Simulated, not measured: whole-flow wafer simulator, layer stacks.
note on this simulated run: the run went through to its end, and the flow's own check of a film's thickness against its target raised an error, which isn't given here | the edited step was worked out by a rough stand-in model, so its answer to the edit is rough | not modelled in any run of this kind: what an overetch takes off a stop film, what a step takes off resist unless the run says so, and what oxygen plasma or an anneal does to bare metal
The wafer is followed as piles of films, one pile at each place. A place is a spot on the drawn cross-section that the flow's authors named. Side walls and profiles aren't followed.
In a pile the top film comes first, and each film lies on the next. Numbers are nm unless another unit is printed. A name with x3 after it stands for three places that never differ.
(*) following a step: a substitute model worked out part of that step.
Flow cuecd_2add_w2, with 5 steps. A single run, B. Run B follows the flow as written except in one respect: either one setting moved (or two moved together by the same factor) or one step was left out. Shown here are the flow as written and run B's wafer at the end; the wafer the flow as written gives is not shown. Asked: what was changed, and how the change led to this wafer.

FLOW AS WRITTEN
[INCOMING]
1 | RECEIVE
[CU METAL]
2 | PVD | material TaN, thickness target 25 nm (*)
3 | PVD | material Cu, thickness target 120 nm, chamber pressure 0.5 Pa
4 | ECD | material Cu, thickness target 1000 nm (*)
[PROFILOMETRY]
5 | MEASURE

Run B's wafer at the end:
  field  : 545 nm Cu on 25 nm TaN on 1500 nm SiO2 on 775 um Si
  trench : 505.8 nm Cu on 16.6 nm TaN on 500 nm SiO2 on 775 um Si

The reason: step 4, ECD: thickness target 425 nm was run, though the flow has thickness target 1000 nm.

The path from the change to this, step by step:
  4 | ECD | material Cu, thickness target 1000 nm (*)
      field: +425 Cu (in the flow as written it would be: +1000 Cu)
      trench: +425 Cu (in the flow as written it would be: +2047.6 Cu)
